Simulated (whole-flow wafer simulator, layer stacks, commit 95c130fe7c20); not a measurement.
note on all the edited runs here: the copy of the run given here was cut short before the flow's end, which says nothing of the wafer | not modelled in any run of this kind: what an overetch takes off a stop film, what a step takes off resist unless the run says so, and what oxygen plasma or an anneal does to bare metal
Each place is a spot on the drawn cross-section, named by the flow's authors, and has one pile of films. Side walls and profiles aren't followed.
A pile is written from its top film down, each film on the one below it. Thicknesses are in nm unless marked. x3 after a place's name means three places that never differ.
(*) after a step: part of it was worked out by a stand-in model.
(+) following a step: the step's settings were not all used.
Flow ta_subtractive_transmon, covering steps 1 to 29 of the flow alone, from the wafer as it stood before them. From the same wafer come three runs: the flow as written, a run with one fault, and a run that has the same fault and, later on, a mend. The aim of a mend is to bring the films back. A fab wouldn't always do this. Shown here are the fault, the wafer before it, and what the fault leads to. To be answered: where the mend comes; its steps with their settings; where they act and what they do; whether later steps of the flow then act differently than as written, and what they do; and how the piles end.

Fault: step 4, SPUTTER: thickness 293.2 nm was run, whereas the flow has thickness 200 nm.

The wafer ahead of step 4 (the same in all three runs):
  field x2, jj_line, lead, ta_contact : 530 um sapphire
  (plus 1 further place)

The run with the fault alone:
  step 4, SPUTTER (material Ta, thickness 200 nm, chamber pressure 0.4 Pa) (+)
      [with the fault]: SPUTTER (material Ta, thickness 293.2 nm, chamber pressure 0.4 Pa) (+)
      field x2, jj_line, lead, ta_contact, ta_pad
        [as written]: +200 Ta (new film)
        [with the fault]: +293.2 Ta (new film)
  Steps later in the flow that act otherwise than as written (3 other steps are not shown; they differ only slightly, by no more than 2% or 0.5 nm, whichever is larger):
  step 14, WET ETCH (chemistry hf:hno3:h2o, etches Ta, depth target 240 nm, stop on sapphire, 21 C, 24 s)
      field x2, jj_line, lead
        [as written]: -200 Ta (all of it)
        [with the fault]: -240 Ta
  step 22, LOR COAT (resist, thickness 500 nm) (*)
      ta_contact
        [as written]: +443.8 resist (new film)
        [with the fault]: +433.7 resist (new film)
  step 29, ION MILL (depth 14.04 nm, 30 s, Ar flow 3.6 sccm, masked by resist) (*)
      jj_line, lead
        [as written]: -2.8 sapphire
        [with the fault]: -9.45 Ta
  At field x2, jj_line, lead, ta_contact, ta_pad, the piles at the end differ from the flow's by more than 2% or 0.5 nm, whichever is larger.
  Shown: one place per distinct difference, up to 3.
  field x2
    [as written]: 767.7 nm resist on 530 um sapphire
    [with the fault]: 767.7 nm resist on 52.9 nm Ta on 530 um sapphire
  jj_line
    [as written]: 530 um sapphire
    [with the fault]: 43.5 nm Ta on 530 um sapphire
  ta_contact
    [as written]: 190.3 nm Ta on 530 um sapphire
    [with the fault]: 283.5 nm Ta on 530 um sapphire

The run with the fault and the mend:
  The mend follows step 5.
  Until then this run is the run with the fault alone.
  step 5a, WET ETCH (chemistry hf:hno3:h2o, etches Ta, depth target 337.2 nm, stop on sapphire, 21 C, 33.72 s)
      field x2, jj_line, lead, ta_contact, ta_pad
        -293.2 Ta (all of it)
  step 5b, SPUTTER (material Ta, thickness 200 nm, chamber pressure 0.4 Pa) (+) (the flow's step 4, run once more)
      field x2, jj_line, lead, ta_contact, ta_pad
        +200 Ta (new film)
  Every later step of the flow that is run acts as written at every place that is followed.
  At every place that both follow, the piles at the end match the flow's.
